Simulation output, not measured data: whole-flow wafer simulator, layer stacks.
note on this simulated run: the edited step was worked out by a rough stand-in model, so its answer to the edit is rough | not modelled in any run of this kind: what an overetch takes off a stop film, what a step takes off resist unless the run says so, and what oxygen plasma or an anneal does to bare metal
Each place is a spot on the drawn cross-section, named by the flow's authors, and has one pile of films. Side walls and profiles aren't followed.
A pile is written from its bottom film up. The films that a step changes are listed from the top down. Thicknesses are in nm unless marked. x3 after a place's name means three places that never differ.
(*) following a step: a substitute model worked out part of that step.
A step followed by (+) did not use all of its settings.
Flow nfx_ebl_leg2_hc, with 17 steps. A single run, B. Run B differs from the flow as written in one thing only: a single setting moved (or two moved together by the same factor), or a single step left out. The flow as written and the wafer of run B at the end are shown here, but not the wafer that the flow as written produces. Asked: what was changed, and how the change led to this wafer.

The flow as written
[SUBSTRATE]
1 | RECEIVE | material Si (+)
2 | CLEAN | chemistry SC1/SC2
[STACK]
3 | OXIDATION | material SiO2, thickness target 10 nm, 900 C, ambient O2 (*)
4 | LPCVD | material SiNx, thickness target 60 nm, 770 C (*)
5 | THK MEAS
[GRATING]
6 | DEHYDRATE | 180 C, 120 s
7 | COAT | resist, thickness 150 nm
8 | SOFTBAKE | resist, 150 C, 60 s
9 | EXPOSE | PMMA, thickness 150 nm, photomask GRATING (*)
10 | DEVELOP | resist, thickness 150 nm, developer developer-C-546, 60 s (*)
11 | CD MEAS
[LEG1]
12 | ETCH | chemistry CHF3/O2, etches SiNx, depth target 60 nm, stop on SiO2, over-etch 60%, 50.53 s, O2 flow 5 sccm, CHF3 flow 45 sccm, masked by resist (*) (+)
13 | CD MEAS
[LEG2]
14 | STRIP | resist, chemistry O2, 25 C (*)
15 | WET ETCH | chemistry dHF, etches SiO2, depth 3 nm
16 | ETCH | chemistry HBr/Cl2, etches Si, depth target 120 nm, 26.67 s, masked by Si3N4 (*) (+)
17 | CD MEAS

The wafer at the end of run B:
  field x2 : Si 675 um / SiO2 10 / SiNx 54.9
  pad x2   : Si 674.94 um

What caused this: step 16, ETCH: depth target 54 nm was run, while the flow as written has depth target 120 nm; step 16, ETCH: 12 s was run, where the flow has 26.67 s.

The path from the change to this, step by step:
  16 | ETCH | chemistry HBr/Cl2, etches Si, depth target 120 nm, 26.67 s, masked by Si3N4 (*) (+)
      field x2: SiNx loses 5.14 (it would be, as written: SiNx loses 11.4)
      pad x2: Si loses 54 (it would be, as written: Si loses 120)
